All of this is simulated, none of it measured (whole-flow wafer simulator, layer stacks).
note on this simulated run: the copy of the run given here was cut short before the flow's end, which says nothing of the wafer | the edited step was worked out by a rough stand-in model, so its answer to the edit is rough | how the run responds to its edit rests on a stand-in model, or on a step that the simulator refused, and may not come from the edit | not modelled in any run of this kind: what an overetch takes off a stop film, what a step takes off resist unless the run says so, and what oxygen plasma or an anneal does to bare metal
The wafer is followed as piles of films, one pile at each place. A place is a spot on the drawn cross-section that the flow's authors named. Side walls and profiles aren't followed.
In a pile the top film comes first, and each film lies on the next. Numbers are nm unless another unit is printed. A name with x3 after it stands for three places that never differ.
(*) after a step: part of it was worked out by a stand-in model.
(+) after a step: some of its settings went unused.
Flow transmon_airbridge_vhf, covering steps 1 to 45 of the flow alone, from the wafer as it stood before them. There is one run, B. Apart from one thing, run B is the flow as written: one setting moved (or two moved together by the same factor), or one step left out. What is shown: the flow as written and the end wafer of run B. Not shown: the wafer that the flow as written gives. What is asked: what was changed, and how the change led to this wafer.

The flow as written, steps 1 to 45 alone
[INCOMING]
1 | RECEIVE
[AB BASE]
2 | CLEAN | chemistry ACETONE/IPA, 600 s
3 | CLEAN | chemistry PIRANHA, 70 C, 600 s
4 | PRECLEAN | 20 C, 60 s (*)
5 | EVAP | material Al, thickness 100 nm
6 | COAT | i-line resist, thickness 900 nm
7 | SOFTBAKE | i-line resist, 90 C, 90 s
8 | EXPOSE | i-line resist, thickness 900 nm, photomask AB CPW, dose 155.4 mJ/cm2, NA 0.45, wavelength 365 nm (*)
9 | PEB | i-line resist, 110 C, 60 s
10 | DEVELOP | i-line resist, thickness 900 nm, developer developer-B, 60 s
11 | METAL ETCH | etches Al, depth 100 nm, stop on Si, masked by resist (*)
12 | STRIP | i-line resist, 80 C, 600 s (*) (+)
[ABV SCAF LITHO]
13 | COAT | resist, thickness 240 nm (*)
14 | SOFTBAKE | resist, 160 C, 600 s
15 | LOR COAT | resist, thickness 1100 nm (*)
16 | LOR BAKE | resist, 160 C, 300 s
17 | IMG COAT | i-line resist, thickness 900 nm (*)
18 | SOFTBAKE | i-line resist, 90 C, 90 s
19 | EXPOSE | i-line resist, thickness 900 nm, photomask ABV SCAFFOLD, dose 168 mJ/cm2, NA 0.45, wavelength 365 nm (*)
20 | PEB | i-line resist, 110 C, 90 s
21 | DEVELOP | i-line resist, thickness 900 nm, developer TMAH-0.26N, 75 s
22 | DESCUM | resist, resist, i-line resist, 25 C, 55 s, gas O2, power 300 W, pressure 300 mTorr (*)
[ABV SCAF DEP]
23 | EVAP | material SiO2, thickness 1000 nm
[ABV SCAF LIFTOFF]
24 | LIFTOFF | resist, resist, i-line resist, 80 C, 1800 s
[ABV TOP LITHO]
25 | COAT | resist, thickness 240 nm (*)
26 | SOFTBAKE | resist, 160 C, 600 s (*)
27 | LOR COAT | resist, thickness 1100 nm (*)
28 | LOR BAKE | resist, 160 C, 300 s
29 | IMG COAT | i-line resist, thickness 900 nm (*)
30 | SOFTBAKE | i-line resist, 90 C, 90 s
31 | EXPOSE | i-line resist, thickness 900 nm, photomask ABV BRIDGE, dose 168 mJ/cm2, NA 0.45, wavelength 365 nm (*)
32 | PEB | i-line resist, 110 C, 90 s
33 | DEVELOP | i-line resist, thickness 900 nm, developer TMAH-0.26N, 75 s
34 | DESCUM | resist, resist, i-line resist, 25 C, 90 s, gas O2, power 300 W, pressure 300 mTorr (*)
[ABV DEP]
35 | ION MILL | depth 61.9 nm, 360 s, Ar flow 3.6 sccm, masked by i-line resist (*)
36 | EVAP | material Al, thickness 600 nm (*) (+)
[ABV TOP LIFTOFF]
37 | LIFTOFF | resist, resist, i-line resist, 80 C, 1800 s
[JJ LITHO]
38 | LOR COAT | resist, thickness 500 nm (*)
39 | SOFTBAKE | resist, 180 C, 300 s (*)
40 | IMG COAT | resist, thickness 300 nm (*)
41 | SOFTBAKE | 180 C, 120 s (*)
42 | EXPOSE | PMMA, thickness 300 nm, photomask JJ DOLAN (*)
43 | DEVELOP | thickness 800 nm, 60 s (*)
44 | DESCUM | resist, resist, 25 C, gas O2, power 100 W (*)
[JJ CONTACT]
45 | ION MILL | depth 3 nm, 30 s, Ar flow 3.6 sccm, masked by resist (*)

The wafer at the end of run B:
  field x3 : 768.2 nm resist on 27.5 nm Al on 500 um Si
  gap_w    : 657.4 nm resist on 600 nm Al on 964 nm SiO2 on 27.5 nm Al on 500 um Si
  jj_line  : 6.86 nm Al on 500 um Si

The reason: step 11, METAL ETCH: depth 72.5 nm was run, though the flow has depth 100 nm.

The path from the change to this, step by step:
  11 | METAL ETCH | etches Al, depth 100 nm, stop on Si, masked by resist (*)
      field x3, jj_line, gap_w, gap_e: -72.5 Al (in the flow as written it would be: -100 Al (all of it))
      ground_far, pad_w, flank_w and 8 more: -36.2 i-line resist (in the flow as written it would be: -50 i-line resist)
  45 | ION MILL | depth 3 nm, 30 s, Ar flow 3.6 sccm, masked by resist (*)
      jj_line: -20.6 Al (in the flow as written it would be: -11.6 Si)
Taking metal films that touch as one body, field x3 has 1 body; the flow as written gives 0 bodies.
Taking metal films that touch as one body, gap_w has 2 bodies (between them, from the top down: SiO2 964); the flow as written gives 1 body.
Taking metal films that touch as one body, jj_line has 1 body; the flow as written gives 0 bodies.
